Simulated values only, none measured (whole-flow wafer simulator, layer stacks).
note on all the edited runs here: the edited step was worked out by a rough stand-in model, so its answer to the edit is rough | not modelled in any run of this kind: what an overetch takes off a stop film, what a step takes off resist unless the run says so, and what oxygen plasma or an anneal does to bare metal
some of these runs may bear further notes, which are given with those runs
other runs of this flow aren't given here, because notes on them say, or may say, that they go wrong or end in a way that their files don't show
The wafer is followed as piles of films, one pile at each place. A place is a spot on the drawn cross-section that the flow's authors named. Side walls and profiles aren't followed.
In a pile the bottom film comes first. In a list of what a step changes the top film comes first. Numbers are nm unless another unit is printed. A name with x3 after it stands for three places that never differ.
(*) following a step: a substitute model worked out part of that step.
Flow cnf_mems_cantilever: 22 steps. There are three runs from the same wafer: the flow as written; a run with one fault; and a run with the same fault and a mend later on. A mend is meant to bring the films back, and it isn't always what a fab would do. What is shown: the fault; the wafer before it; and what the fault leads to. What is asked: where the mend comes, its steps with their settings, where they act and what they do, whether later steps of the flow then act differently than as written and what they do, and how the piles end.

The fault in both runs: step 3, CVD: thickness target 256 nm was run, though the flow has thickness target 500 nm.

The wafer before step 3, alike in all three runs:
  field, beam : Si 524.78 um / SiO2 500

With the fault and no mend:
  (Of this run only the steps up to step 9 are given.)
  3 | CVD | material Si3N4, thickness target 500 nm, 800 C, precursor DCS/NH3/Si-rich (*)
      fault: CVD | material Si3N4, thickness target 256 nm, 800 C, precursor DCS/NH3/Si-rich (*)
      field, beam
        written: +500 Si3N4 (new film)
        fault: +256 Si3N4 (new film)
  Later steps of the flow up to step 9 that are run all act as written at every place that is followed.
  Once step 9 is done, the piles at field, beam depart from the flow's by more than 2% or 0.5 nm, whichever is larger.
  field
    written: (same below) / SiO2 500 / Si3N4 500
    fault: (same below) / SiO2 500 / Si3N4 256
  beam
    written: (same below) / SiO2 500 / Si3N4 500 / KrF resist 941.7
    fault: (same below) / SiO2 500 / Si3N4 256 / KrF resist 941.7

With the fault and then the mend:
  The mend stands after step 9.
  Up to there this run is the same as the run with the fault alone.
  9a | STRIP | chemistry O2, power 800 W (*)
      beam
        -941.7 KrF resist (all of it)
  9b | CLEAN | chemistry SC1/SC2 (*) (the flow's step 1, run once more)
      alters no film at any place that is followed
  9c | CVD | material Si3N4, thickness target 244 nm, 800 C, precursor DCS/NH3/Si-rich (*) (the flow's step 3, run once more with other settings)
      field, beam
        +244 Si3N4
  9d | HMDS (the flow's step 4, run once more)
      alters no film at any place that is followed
  9e | COAT | KrF resist, thickness 1000 nm (the flow's step 5, run once more)
      field, beam
        +1000 KrF resist (new film)
  9f | SOFTBAKE | KrF resist (the flow's step 6, run once more)
      alters no film at any place that is followed
  9g | EXPOSE | photomask CANTILEVER (the flow's step 7, run once more)
      alters no film at any place that is followed
  9h | PEB | KrF resist, 135 C, 90 s (the flow's step 8, run once more)
      field, beam
        -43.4 KrF resist
  9i | DEVELOP | developer TMAH-0.26N, 60 s (the flow's step 9, run once more)
      field
        -956.6 KrF resist (all of it)
      beam
        -14.9 KrF resist
  Later steps of the flow that are run all act as written at every place that is followed.
  By the end, the piles equal the flow's at every place that both follow.
